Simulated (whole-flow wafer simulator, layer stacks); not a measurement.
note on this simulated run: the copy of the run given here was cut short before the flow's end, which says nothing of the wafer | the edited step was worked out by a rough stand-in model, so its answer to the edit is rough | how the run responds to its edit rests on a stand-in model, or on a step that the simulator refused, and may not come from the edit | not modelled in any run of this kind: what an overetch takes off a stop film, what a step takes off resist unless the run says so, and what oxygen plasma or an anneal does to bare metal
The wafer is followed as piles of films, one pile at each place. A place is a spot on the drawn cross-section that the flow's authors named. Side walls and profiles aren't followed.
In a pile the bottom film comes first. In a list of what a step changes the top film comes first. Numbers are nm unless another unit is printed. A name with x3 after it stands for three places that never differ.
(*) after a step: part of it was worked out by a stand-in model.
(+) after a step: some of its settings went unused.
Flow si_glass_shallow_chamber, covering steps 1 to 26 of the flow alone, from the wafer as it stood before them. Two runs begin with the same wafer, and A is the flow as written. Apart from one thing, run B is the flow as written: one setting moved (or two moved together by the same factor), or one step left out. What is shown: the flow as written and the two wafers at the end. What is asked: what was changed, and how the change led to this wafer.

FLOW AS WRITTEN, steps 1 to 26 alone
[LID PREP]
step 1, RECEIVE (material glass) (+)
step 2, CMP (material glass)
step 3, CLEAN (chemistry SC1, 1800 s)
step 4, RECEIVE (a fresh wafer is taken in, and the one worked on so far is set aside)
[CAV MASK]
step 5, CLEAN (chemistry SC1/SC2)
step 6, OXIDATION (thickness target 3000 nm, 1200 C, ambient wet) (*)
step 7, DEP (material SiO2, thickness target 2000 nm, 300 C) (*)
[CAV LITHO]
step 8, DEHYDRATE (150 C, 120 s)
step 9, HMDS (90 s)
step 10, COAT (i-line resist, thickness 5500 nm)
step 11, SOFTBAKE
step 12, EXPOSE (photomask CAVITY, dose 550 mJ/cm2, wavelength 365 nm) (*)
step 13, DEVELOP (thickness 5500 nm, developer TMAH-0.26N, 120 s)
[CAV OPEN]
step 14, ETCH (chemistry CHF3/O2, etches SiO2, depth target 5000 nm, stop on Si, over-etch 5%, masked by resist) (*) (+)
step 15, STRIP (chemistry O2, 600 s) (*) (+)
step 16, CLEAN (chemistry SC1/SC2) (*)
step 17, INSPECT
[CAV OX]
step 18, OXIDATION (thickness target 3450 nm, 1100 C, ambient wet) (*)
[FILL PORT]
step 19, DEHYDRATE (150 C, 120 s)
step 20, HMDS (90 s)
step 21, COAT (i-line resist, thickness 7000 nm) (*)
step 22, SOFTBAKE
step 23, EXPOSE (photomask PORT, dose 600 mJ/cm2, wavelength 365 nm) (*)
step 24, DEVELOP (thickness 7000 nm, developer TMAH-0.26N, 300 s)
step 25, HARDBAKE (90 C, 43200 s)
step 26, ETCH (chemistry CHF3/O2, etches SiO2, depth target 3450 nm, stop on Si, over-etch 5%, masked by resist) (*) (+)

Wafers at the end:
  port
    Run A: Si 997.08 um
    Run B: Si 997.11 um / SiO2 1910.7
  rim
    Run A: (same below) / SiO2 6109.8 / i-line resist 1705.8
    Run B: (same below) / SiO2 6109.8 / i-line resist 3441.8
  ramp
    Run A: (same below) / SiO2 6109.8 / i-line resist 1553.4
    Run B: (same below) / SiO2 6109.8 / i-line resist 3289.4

What caused this: step 26, ETCH: depth target 1466 nm was run, while the flow as written has depth target 3450 nm.

The path from the change to this, step by step:
  step 26, ETCH (chemistry CHF3/O2, etches SiO2, depth target 3450 nm, stop on Si, over-etch 5%, masked by resist) (*) (+)
      port: A -3450 SiO2 (all of it), -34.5 Si | B -1539.3 SiO2
      rim, ramp, cav, ring: A -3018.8 i-line resist | B -1282.8 i-line resist
      (as well as at 1 more place)
